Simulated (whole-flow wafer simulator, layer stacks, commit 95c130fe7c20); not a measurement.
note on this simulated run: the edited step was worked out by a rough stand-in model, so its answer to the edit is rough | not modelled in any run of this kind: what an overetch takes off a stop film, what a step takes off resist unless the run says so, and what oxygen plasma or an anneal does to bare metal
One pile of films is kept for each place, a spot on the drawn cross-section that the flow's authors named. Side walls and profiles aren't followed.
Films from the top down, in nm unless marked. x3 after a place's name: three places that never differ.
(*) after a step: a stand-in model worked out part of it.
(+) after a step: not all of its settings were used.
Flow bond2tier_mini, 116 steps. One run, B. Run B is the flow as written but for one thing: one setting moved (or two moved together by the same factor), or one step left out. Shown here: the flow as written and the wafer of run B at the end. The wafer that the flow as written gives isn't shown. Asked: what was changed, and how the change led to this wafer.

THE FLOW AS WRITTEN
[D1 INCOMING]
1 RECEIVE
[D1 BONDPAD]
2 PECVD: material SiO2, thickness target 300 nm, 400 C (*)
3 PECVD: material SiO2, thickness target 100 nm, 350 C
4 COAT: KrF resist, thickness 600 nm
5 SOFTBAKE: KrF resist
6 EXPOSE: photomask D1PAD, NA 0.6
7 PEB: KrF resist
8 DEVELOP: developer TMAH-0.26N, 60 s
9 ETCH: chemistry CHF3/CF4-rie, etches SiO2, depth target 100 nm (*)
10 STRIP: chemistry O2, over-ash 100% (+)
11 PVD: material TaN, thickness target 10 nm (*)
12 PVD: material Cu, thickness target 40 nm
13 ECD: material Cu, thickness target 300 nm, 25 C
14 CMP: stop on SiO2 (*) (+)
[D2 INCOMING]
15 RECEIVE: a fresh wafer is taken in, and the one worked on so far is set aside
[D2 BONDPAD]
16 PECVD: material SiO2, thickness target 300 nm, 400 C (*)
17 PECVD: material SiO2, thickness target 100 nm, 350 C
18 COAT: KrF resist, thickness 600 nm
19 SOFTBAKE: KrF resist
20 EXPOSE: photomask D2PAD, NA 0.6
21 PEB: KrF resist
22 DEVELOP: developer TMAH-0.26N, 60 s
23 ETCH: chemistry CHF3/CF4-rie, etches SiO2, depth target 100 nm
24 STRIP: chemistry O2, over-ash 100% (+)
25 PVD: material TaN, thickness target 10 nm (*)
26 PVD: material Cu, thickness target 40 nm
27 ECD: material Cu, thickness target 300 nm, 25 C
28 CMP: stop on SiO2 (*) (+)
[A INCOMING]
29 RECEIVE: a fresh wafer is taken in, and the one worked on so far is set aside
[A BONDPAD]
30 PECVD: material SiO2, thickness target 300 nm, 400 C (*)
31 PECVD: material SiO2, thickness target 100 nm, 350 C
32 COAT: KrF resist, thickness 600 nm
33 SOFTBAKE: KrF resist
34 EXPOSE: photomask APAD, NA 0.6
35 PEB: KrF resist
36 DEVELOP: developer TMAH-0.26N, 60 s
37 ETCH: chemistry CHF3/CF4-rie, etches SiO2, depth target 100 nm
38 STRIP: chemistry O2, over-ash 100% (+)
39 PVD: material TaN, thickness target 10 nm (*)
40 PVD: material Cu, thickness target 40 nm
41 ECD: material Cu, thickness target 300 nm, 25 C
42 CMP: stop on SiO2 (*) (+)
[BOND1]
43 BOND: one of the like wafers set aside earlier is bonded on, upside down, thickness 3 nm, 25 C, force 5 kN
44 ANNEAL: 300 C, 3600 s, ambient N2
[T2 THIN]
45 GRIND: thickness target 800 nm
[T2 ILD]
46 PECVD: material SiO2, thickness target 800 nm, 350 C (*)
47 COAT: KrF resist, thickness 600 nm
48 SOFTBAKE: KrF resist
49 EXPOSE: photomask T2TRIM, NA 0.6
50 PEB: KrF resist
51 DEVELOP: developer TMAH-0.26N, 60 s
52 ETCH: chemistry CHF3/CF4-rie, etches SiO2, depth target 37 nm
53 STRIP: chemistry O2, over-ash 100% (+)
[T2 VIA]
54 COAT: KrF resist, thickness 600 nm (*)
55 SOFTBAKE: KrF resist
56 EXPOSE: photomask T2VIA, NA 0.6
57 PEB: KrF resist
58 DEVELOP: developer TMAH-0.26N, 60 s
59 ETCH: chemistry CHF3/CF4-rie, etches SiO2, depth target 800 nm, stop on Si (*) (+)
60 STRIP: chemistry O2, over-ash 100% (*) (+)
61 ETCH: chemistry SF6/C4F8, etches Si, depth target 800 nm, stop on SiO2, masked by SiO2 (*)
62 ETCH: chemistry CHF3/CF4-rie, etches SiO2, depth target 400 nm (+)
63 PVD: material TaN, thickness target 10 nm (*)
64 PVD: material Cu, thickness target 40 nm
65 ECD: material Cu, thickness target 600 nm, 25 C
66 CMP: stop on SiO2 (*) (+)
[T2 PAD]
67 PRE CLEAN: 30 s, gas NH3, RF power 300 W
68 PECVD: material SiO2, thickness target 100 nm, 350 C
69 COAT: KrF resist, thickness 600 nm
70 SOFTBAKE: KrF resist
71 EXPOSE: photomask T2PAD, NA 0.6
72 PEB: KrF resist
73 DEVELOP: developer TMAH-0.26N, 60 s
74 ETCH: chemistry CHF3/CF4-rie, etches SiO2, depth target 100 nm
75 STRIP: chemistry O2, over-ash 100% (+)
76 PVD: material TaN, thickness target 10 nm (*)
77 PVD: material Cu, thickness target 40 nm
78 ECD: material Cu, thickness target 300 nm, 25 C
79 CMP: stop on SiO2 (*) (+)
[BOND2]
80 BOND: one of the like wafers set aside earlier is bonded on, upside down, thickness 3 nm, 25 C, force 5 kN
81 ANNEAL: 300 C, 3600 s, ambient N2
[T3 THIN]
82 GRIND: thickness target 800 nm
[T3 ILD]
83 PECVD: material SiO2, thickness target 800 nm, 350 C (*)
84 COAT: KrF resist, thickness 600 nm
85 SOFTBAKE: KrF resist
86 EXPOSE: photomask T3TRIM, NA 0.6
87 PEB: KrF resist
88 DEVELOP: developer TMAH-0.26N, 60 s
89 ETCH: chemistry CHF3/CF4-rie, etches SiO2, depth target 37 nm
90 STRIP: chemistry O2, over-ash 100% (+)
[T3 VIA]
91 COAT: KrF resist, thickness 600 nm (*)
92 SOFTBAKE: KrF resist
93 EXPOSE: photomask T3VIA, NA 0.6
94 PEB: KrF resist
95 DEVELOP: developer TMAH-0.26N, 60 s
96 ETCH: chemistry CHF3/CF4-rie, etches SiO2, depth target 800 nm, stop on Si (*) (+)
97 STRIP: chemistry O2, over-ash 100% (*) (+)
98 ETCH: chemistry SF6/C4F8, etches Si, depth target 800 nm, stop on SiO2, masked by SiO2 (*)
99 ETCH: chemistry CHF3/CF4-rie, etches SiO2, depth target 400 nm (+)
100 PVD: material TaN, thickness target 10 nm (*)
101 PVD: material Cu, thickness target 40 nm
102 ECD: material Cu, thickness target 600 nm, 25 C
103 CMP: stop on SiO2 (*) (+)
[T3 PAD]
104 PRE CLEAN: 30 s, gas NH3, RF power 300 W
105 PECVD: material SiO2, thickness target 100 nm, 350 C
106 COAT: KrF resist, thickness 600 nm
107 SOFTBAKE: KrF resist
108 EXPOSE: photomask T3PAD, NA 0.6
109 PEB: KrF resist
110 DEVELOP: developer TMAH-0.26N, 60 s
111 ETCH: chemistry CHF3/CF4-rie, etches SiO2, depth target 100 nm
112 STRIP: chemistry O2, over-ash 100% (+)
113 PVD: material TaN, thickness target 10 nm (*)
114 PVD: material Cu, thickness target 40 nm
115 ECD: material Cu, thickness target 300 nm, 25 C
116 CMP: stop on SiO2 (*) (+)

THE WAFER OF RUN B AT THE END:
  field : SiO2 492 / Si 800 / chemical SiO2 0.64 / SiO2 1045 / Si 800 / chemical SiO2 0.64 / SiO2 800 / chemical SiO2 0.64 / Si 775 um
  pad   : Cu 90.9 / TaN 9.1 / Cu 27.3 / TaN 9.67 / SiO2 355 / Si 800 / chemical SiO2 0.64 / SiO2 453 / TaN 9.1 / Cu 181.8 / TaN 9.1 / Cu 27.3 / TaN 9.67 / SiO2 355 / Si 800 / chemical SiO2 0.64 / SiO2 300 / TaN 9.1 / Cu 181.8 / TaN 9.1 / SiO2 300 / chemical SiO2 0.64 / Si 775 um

The cause: step 16, PECVD: thickness target 453 nm was run, where the flow has thickness target 300 nm.
It can be read off the wafer: pad has SiO2 453, and step 16 as written asks for 300 nm.

How the change led to this, step by step:
  16 PECVD: material SiO2, thickness target 300 nm, 400 C (*)
      field, pad, via: SiO2 +453 (new film) (as written it would be: SiO2 +300 (new film))
  80 BOND: one of the like wafers set aside earlier is bonded on, upside down, thickness 3 nm, 25 C, force 5 kN
      field: Si +775 um (new film), chemical SiO2 +0.64 (new film), SiO2 +553 (as written it would be: Si +775 um (new film), chemical SiO2 +0.64 (new film), SiO2 +400)
      pad: Si +775 um (new film), chemical SiO2 +0.64 (new film), SiO2 +453 (new film), TaN +9.1 (new film), Cu +90.9 (as written it would be: Si +775 um (new film), chemical SiO2 +0.64 (new film), SiO2 +300 (new film), TaN +9.1 (new film), Cu +90.9)
